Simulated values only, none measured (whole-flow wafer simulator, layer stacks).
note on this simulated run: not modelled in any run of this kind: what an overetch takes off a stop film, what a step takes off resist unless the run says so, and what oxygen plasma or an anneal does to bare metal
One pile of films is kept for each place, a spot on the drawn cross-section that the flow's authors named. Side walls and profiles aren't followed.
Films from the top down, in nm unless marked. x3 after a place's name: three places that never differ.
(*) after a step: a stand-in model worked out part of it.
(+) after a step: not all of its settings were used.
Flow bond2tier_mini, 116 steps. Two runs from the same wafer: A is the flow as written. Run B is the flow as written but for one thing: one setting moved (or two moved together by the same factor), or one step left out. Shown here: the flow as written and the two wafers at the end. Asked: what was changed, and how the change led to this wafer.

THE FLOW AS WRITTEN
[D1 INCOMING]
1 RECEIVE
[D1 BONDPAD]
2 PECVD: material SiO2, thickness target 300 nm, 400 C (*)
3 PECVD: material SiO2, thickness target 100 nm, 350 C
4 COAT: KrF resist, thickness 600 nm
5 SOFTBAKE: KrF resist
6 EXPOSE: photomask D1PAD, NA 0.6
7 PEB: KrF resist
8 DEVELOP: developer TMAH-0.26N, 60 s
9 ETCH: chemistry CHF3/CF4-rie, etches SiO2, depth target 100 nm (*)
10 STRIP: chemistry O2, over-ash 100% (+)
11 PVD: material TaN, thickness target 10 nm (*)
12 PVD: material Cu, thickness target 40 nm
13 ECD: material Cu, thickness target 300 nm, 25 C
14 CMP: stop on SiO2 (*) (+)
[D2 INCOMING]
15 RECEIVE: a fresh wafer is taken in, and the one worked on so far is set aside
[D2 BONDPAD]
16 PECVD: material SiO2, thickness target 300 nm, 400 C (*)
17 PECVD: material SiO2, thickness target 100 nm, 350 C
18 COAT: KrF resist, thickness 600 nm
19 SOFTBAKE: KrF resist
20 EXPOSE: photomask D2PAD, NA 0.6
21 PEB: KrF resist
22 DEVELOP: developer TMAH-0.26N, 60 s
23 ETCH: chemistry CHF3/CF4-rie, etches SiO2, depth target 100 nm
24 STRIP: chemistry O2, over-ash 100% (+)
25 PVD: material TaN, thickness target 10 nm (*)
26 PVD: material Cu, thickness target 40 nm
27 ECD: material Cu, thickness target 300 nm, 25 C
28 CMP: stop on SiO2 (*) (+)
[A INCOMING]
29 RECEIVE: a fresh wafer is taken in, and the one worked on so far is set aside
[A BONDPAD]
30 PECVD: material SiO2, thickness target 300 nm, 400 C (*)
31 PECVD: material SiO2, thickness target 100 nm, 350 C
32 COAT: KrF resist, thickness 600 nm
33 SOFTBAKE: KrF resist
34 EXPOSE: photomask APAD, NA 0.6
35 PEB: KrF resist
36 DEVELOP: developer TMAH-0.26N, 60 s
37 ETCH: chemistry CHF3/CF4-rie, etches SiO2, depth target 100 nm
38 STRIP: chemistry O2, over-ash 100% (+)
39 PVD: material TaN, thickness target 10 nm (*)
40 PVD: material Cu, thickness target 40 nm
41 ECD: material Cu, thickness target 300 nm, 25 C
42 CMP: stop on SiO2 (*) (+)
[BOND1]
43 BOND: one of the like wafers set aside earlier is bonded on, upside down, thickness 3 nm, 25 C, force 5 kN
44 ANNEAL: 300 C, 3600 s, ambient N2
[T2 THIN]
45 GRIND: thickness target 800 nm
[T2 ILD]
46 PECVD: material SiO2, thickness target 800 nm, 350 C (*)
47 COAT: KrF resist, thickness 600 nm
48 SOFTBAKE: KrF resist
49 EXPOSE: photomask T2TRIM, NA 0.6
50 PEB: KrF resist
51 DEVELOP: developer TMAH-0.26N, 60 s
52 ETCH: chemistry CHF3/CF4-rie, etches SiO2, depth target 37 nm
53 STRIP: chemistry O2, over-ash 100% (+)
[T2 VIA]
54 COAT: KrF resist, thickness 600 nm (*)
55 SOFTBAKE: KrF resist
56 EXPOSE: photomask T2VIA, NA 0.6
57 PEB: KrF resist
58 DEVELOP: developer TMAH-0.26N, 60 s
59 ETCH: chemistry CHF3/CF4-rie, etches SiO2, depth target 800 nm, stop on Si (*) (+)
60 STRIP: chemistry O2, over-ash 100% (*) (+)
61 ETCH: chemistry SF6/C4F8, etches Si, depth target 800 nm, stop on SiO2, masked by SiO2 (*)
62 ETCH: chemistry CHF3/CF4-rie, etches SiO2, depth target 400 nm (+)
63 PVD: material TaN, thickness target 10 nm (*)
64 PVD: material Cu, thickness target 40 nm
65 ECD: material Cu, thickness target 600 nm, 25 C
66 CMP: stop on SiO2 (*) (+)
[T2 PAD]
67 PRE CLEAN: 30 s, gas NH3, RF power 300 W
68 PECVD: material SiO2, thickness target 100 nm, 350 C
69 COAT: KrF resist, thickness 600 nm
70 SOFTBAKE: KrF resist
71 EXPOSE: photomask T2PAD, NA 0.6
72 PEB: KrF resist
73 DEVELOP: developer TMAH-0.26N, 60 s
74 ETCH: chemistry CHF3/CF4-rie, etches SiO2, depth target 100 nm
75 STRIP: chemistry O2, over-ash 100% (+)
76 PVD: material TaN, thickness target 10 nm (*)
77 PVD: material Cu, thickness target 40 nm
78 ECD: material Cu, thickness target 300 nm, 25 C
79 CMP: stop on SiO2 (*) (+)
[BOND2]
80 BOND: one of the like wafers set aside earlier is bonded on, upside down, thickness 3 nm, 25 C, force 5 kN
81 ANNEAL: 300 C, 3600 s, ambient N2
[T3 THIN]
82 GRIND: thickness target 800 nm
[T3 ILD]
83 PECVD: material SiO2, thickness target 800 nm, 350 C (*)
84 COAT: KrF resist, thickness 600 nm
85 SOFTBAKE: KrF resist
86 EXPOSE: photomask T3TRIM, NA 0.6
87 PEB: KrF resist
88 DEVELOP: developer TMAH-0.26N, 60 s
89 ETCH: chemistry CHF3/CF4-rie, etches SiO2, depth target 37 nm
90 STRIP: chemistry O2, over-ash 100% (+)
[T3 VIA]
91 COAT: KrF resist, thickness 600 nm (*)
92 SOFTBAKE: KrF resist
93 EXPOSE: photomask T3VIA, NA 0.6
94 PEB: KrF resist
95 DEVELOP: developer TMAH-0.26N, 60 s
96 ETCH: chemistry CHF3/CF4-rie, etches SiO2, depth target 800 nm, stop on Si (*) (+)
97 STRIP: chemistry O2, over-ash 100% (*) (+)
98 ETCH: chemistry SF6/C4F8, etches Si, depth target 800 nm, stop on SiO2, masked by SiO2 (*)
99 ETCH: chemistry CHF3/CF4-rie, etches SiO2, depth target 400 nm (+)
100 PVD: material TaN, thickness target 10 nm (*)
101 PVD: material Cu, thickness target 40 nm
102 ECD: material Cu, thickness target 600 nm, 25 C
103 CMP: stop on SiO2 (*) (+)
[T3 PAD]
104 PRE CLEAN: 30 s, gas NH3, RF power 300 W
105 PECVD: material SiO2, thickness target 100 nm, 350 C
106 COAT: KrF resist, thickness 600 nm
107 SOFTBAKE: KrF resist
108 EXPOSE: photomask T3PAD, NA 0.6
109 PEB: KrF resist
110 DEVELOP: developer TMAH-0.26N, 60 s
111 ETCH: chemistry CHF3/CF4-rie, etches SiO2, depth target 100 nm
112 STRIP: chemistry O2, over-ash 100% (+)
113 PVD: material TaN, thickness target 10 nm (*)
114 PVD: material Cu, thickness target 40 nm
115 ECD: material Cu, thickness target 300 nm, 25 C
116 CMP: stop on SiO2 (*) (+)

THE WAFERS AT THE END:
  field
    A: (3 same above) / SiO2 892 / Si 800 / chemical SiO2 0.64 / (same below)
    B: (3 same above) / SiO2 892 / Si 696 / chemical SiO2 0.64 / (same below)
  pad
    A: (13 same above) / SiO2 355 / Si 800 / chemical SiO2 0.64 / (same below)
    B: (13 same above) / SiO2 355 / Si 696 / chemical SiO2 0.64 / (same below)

The cause: step 45, GRIND: thickness target 696 nm was run, where the flow has thickness target 800 nm.
It can be read off the wafer: field has Si 696, and step 45 as written asks for 800 nm.

How the change led to this, step by step:
  45 GRIND: thickness target 800 nm
      field, pad, via: A Si -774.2 um | B Si -774.3 um
